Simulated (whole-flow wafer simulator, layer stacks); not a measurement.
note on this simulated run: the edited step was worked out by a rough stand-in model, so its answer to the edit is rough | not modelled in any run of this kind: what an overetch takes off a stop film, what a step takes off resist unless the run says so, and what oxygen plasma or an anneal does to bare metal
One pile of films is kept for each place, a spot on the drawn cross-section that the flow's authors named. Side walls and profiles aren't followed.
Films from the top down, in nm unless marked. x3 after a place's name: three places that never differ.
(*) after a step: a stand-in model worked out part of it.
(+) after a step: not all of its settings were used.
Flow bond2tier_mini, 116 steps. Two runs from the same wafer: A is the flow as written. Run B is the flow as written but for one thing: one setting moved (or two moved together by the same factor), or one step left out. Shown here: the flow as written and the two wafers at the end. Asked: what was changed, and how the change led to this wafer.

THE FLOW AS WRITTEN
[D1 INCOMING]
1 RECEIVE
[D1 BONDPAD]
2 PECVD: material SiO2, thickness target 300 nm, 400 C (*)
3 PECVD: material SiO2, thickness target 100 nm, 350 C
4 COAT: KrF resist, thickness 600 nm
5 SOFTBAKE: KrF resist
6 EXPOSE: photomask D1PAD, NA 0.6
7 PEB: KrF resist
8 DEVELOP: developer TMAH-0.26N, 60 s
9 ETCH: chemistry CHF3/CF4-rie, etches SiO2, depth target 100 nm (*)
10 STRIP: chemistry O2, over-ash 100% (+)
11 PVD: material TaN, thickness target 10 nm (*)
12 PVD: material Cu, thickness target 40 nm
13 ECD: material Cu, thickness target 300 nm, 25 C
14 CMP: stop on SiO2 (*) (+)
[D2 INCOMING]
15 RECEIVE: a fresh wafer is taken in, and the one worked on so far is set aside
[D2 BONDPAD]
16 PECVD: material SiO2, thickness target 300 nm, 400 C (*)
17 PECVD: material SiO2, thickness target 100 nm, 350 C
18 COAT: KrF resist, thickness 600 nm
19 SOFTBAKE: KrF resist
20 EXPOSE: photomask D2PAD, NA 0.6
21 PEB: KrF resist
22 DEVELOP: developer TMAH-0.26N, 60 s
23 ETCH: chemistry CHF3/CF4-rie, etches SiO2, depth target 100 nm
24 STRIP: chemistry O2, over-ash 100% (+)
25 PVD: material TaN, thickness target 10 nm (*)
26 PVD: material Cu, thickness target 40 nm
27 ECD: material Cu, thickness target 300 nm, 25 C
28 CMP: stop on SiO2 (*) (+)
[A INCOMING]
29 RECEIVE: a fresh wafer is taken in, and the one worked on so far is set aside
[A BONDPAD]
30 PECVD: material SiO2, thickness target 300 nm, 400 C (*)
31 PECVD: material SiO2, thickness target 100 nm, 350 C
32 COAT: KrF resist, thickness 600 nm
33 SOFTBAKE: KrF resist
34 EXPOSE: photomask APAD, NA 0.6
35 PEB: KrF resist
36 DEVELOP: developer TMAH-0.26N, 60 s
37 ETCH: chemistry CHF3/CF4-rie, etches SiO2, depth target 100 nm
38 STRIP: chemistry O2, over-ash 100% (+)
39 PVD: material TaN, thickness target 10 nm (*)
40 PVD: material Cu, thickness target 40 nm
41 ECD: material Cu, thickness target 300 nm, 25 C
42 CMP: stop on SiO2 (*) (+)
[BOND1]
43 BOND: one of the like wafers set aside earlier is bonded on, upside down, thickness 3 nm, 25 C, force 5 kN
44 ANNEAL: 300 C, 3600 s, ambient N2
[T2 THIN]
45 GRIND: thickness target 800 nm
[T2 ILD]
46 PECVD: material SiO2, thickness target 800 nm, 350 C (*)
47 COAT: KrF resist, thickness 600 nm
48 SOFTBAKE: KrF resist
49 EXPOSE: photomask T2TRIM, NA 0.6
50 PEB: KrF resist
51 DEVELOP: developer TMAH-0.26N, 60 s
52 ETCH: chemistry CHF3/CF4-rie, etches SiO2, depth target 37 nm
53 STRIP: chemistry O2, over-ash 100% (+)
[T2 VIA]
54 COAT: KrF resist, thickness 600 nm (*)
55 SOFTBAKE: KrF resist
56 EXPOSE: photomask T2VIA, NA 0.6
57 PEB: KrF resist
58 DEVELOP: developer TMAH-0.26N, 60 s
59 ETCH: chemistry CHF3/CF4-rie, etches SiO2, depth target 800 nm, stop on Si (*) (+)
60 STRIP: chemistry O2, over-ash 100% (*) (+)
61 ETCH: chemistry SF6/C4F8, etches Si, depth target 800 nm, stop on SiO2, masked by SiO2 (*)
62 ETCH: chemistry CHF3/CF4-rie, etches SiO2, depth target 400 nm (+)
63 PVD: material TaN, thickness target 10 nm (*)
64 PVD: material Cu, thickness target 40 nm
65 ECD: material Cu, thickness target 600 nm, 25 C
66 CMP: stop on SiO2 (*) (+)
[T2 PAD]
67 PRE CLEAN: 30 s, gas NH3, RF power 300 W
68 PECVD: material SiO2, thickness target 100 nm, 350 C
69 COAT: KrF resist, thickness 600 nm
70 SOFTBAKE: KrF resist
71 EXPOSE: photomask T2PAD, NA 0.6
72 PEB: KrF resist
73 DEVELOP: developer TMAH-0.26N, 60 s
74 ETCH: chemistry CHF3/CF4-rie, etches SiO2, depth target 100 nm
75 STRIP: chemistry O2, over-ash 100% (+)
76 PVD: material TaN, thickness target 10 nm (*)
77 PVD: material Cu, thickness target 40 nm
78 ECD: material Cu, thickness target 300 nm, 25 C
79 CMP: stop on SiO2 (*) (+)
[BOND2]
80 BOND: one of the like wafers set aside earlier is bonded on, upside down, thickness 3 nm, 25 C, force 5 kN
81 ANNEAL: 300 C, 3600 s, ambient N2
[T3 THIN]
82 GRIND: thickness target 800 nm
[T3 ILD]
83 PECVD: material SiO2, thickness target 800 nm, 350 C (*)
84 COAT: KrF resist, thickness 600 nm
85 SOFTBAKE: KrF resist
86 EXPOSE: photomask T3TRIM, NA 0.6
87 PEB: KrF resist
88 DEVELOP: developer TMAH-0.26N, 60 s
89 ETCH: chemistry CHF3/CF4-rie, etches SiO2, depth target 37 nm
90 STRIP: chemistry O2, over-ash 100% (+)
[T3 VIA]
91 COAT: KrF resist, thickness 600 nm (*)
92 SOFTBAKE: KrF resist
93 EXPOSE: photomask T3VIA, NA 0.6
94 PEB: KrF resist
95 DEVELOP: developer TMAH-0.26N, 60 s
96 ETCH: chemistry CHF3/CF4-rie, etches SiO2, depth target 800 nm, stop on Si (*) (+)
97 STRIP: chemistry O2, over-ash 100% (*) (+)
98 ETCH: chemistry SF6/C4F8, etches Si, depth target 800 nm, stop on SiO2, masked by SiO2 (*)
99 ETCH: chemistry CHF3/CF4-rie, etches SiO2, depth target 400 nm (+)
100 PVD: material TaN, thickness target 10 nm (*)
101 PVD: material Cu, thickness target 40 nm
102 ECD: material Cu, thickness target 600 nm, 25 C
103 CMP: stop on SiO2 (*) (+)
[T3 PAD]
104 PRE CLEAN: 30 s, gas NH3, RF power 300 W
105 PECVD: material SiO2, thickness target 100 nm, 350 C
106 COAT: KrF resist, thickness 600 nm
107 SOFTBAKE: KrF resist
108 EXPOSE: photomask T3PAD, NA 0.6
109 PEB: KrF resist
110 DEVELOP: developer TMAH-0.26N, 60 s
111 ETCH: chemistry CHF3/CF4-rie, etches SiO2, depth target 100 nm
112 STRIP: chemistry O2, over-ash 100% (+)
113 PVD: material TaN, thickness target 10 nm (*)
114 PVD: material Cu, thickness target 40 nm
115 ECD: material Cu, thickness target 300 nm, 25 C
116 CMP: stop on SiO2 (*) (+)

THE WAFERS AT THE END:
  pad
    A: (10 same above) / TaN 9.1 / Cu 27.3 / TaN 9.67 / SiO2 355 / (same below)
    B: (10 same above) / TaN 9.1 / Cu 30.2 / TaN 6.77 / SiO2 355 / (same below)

The cause: step 63, PVD: thickness target 7 nm was run, where the flow has thickness target 10 nm.

How the change led to this, step by step:
  63 PVD: material TaN, thickness target 10 nm (*)
      field: A TaN +10 (new film) | B TaN +7 (new film)
      pad: A TaN +9.67 (new film) | B TaN +6.77 (new film)
  66 CMP: stop on SiO2 (*) (+)
      field: A Cu -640 (all of it), TaN -10 (all of it) | B Cu -640 (all of it), TaN -7 (all of it)
